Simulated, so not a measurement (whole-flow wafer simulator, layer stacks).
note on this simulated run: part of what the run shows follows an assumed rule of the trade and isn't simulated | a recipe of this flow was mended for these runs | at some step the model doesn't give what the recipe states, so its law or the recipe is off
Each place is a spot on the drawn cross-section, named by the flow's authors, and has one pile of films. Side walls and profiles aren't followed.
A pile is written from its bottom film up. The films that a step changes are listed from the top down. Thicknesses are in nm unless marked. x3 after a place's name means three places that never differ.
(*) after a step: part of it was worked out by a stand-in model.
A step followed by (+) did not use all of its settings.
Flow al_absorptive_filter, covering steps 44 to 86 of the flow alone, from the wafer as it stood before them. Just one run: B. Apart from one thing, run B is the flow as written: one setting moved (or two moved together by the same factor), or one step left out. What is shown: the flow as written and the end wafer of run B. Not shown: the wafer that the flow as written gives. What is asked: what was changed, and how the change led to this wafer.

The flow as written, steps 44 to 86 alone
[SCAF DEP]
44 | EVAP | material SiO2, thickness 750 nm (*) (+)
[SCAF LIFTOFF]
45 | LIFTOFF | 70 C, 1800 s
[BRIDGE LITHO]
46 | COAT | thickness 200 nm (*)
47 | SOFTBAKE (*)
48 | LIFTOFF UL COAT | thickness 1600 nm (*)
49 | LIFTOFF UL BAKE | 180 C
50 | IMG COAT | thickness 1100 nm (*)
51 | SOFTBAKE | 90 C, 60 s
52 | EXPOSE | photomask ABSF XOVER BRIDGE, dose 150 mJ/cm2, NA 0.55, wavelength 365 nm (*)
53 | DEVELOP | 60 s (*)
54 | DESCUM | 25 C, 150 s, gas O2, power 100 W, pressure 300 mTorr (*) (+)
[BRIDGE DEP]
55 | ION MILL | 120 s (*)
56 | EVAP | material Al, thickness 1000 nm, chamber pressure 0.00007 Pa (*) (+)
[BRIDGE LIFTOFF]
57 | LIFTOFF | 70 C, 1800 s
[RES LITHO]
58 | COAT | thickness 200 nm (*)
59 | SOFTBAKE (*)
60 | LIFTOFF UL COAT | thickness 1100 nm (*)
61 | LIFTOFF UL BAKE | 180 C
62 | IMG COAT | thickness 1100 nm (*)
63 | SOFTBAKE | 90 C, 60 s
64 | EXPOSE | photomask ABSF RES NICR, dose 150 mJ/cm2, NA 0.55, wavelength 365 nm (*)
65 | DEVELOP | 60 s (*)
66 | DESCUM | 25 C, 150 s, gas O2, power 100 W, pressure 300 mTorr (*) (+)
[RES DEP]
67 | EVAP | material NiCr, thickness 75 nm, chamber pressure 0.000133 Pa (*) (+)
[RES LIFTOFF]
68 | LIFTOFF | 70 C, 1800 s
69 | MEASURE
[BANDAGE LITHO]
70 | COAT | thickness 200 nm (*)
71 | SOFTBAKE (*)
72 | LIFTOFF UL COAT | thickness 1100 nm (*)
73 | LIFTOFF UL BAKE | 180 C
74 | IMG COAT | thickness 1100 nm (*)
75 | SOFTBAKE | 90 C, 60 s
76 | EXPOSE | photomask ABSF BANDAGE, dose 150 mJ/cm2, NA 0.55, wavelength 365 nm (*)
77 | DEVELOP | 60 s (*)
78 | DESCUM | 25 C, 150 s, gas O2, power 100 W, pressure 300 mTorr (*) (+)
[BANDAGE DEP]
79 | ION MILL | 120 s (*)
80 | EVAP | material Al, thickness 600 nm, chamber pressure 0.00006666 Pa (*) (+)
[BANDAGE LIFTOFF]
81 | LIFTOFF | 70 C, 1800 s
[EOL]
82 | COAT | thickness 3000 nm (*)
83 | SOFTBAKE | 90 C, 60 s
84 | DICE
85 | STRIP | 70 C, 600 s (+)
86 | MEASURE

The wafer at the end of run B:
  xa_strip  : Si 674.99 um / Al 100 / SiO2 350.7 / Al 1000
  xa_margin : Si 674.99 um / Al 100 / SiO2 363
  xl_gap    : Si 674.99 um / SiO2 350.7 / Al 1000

The reason: step 44, EVAP: thickness 375 nm was run, though the flow has thickness 750 nm.

The path from the change to this, step by step:
  44 | EVAP | material SiO2, thickness 750 nm (*) (+)
      gnd, pad_far, pad_near and 10 more: +375 SiO2 (new film) (as written it would have been: +750 SiO2 (new film))
      xa_margin: +363 SiO2 (new film) (as written it would have been: +726 SiO2 (new film))
  45 | LIFTOFF | 70 C, 1800 s
      gnd, xa_field, xl_land, idc_field: -375 SiO2 (all of it), -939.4 i-line-resist (all of it), -1100 lift-off-underlayer (all of it), -200 acrylic-e-beam-resist (all of it) (as written it would have been: -750 SiO2 (all of it), -939.4 i-line-resist (all of it), -1100 lift-off-underlayer (all of it), -200 acrylic-e-beam-resist (all of it))
      pad_far: -375 SiO2 (all of it), -937 i-line-resist (all of it), -1092.7 lift-off-underlayer (all of it), -198.5 acrylic-e-beam-resist (all of it) (as written it would have been: -750 SiO2 (all of it), -937 i-line-resist (all of it), -1092.7 lift-off-underlayer (all of it), -198.5 acrylic-e-beam-resist (all of it))
      (also at 5 further places)
  46 | COAT | thickness 200 nm (*)
      xa_margin: +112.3 acrylic-e-beam-resist (new film) (as written it would have been: +87.1 acrylic-e-beam-resist (new film))
      xa_strip: +179.6 acrylic-e-beam-resist (new film) (as written it would have been: +156.7 acrylic-e-beam-resist (new film))
      (also at 3 further places)
  48 | LIFTOFF UL COAT | thickness 1600 nm (*)
      xa_margin: +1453 lift-off-underlayer (new film) (as written it would have been: +1268 lift-off-underlayer (new film))
      xa_strip: +1393.7 lift-off-underlayer (new film) (as written it would have been: +1219 lift-off-underlayer (new film))
      (also at 3 further places)
  50 | IMG COAT | thickness 1100 nm (*)
      xa_margin: +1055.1 i-line-resist (new film) (as written it would have been: +995.2 i-line-resist (new film))
      xa_strip: +1039.8 i-line-resist (new film) (as written it would have been: +962 i-line-resist (new film))
      (also at 2 further places)
  51 | SOFTBAKE | 90 C, 60 s
      xa_strip: -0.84 i-line-resist (as written it would have been: -1.93 i-line-resist)
      xl_turn: -0.76 i-line-resist (as written it would have been: -1.83 i-line-resist)
  53 | DEVELOP | 60 s (*)
      xa_strip: -1039 i-line-resist (all of it), -1393.7 lift-off-underlayer (all of it) (as written it would have been: -960.1 i-line-resist (all of it), -1219 lift-off-underlayer (all of it))
      xl_land: -1107.1 i-line-resist (all of it), -1646.9 lift-off-underlayer (all of it) (as written it would have been: -1117.3 i-line-resist (all of it), -1706.9 lift-off-underlayer (all of it))
      (also at 2 further places)
  54 | DESCUM | 25 C, 150 s, gas O2, power 100 W, pressure 300 mTorr (*) (+)
      gnd, pad_far, pad_near and 7 more: -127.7 i-line-resist (as written it would have been: -131.1 i-line-resist)
      xa_strip: -179.6 acrylic-e-beam-resist (all of it) (as written it would have been: -156.7 acrylic-e-beam-resist (all of it))
      (also at 3 further places)
  57 | LIFTOFF | 70 C, 1800 s
      xa_margin: -1000 Al (all of it), -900 i-line-resist (all of it), -1453 lift-off-underlayer (all of it), -112.3 acrylic-e-beam-resist (all of it) (as written it would have been: -1000 Al (all of it), -836.1 i-line-resist (all of it), -1268 lift-off-underlayer (all of it), -87.1 acrylic-e-beam-resist (all of it))
  58 | COAT | thickness 200 nm (*)
      xa_margin: +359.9 acrylic-e-beam-resist (new film) (as written it would have been: +288.1 acrylic-e-beam-resist (new film))
      xa_strip: +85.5 acrylic-e-beam-resist (new film) (as written it would have been: +66.9 acrylic-e-beam-resist (new film))
      (also at 2 further places)
  60 | LIFTOFF UL COAT | thickness 1100 nm (*)
      xa_margin: +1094 lift-off-underlayer (new film) (as written it would have been: +1021 lift-off-underlayer (new film))
      xa_strip: +544.4 lift-off-underlayer (new film) (as written it would have been: +459.8 lift-off-underlayer (new film))
      (also at 2 further places)
  62 | IMG COAT | thickness 1100 nm (*)
      xa_margin: +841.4 i-line-resist (new film) (as written it would have been: +741.1 i-line-resist (new film))
      xa_strip: +714.5 i-line-resist (new film) (as written it would have been: +577.9 i-line-resist (new film))
      (also at 2 further places)
  63 | SOFTBAKE | 90 C, 60 s
      xa_margin: -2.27 i-line-resist (as written it would have been: -3.13 i-line-resist)
      xl_gap: -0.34 i-line-resist (as written it would have been: -1.04 i-line-resist)
      (also at 1 further place)
  68 | LIFTOFF | 70 C, 1800 s
      xa_margin: -75 NiCr (all of it), -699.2 i-line-resist (all of it), -1094 lift-off-underlayer (all of it), -359.9 acrylic-e-beam-resist (all of it) (as written it would have been: -75 NiCr (all of it), -598.1 i-line-resist (all of it), -1021 lift-off-underlayer (all of it), -288.1 acrylic-e-beam-resist (all of it))
      xa_strip: -75 NiCr (all of it), -570 i-line-resist (all of it), -544.4 lift-off-underlayer (all of it), -85.5 acrylic-e-beam-resist (all of it) (as written it would have been: -75 NiCr (all of it), -433.3 i-line-resist (all of it), -459.8 lift-off-underlayer (all of it), -66.9 acrylic-e-beam-resist (all of it))
      (also at 2 further places)
  70 | COAT | thickness 200 nm (*)
      xa_margin: +359.9 acrylic-e-beam-resist (new film) (as written it would have been: +288.1 acrylic-e-beam-resist (new film))
      xa_strip: +85.5 acrylic-e-beam-resist (new film) (as written it would have been: +66.9 acrylic-e-beam-resist (new film))
      (also at 2 further places)
  72 | LIFTOFF UL COAT | thickness 1100 nm (*)
      xa_margin: +1094 lift-off-underlayer (new film) (as written it would have been: +1021 lift-off-underlayer (new film))
      xa_strip: +544.4 lift-off-underlayer (new film) (as written it would have been: +459.8 lift-off-underlayer (new film))
      (also at 2 further places)
  ... 5 other steps ...
  85 | STRIP | 70 C, 600 s (+)
      xa_margin: -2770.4 i-line-resist (all of it) (as written it would have been: -2469.3 i-line-resist (all of it))
      xa_strip: -1786.7 i-line-resist (all of it) (as written it would have been: -1477 i-line-resist (all of it))
      (also at 2 further places)
